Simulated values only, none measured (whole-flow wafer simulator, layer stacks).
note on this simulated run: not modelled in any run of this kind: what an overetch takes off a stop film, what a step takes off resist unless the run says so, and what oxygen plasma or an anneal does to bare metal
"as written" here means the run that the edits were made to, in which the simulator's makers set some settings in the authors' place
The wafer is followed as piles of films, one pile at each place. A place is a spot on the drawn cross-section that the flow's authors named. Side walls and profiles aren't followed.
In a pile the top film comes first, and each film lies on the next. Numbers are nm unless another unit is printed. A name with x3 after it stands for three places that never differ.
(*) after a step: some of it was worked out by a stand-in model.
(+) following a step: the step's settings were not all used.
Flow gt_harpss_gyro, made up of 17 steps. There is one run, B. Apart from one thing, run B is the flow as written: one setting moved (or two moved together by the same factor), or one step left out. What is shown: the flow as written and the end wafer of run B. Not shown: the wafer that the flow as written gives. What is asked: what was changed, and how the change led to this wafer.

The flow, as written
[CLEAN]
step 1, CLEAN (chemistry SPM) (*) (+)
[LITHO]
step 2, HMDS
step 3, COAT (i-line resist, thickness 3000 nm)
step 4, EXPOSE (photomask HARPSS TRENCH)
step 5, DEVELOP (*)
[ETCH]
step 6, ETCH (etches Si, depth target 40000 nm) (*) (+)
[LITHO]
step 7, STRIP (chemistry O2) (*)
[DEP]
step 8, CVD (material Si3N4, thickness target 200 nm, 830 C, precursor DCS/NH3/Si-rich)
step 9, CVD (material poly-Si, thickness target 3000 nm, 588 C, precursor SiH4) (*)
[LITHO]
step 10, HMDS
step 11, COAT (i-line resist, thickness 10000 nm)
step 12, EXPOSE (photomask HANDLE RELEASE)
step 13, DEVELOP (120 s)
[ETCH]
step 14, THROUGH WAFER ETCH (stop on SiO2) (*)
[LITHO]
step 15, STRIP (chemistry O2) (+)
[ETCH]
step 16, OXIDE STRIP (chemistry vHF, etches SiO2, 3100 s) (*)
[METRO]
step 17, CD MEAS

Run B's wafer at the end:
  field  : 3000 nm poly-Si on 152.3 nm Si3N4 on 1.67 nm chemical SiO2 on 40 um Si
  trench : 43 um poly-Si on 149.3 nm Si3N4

Cause: step 8, CVD: thickness target 152.3 nm was run, while the flow as written has thickness target 200 nm.
The wafer lets one read it off: field has Si3N4 152.3, and step 8 as written asks for 200 nm.

How this came from the change, step by step:
  step 8, CVD (material Si3N4, thickness target 200 nm, 830 C, precursor DCS/NH3/Si-rich)
      field: Si3N4 gains 152.3 (new film) (as written it would have been: Si3N4 gains 200 (new film))
      trench: Si3N4 gains 149.3 (new film) (as written it would have been: Si3N4 gains 195.9 (new film))
  step 9, CVD (material poly-Si, thickness target 3000 nm, 588 C, precursor SiH4) (*)
      trench: poly-Si gains 43 um (new film) (as written it would have been: poly-Si gains 43.01 um (new film))
